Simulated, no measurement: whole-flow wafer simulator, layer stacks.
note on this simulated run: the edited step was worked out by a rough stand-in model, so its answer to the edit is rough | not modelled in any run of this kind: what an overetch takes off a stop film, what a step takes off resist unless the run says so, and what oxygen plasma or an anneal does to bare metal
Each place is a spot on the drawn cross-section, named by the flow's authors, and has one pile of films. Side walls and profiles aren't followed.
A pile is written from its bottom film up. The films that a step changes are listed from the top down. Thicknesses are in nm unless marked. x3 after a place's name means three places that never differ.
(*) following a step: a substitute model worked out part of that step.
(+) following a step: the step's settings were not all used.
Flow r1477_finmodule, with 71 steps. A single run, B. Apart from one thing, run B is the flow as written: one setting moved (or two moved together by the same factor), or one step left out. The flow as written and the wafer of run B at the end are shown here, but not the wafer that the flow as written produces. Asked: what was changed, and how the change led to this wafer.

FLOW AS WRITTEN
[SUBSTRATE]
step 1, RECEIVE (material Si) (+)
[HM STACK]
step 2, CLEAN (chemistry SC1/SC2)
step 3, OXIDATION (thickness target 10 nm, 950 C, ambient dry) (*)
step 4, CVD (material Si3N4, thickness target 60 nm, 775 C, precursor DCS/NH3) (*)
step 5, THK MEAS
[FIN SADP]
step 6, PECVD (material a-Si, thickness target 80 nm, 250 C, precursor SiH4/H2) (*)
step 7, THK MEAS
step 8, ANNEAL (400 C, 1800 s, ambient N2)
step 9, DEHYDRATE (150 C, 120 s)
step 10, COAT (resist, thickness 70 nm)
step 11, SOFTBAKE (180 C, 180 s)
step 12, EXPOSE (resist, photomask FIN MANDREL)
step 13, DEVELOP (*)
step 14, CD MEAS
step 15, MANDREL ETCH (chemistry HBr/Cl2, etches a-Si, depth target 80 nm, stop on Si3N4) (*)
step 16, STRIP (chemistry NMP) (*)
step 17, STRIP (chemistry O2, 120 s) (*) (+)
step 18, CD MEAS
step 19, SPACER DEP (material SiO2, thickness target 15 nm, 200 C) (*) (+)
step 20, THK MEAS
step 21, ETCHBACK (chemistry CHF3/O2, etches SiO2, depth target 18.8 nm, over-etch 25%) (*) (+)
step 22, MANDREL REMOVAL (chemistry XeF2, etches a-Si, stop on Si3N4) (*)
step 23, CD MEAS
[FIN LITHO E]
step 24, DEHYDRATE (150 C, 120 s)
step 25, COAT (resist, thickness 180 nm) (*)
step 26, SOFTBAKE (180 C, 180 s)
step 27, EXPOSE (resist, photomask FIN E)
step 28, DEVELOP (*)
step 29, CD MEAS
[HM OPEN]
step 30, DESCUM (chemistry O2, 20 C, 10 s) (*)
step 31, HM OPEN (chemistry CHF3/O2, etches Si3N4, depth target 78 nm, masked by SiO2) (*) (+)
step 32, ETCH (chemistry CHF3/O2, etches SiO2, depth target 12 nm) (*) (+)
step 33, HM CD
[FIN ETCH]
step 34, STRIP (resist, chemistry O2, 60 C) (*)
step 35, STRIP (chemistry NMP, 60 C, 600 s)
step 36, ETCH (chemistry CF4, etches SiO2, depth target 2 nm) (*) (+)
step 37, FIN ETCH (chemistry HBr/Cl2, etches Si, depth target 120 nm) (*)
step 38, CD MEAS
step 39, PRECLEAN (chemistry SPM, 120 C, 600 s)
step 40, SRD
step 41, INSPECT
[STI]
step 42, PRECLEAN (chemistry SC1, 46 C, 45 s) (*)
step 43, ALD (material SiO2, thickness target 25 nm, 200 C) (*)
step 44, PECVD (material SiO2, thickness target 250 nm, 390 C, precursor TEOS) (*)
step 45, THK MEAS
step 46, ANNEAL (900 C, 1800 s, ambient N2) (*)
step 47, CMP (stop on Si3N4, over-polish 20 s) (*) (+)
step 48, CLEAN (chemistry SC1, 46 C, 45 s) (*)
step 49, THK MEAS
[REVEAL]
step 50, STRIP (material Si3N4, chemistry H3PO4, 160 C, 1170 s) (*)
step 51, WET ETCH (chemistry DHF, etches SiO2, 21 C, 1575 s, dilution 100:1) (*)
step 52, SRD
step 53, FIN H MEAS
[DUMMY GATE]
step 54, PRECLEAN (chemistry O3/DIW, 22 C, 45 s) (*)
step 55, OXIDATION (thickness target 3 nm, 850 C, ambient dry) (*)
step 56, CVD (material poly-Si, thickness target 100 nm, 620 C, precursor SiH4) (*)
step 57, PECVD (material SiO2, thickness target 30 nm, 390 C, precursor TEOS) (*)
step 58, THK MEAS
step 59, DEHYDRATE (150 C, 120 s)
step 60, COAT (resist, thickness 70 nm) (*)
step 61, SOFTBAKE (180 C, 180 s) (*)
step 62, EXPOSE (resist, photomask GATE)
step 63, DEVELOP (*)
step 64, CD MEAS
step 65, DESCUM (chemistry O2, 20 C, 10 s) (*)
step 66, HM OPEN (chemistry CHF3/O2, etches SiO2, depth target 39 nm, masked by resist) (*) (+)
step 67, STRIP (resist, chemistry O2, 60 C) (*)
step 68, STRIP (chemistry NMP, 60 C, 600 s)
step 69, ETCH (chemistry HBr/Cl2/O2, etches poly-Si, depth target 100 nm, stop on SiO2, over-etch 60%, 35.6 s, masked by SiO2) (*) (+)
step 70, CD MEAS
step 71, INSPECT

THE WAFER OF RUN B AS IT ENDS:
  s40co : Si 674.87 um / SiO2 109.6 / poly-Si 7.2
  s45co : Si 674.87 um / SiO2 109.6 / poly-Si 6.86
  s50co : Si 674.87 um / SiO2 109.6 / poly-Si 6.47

Cause: step 56, CVD: thickness target 155 nm was run, while the flow as written has thickness target 100 nm.

The path from the change to this, step by step:
  step 56, CVD (material poly-Si, thickness target 100 nm, 620 C, precursor SiH4) (*)
      pad, padg, elg and 26 more: poly-Si gains 155 (new film) (as written it would have been: poly-Si gains 100 (new film))
      s40cg, s40co: poly-Si gains 169.6 (new film) (as written it would have been: poly-Si gains 113.9 (new film))
      (also at 5 further places)
  step 67, STRIP (resist, chemistry O2, 60 C) (*)
      s40cg: resist loses 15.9 (all of it) (as written it would have been: resist loses 16.5 (all of it))
      s45cg: resist loses 16.2 (all of it) (as written it would have been: resist loses 16.9 (all of it))
      (also at 1 further place)
  step 69, ETCH (chemistry HBr/Cl2/O2, etches poly-Si, depth target 100 nm, stop on SiO2, over-etch 60%, 35.6 s, masked by SiO2) (*) (+)
      pad, eso, e40so, e100so, e200so, s40so, s45so, s50so: chemical SiO2 loses 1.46 (all of it), poly-Si loses 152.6 (all of it) (as written it would have been: chemical SiO2 loses 1.46 (all of it), poly-Si loses 97.6 (all of it), SiO2 loses 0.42)
      elo, e40lo, e100lo, e200lo: chemical SiO2 loses 1.46 (all of it), poly-Si loses 152.6 (all of it) (as written it would have been: chemical SiO2 loses 1.46 (all of it), poly-Si loses 97.6 (all of it), Si3N4 loses 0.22)
      (also at 6 further places)
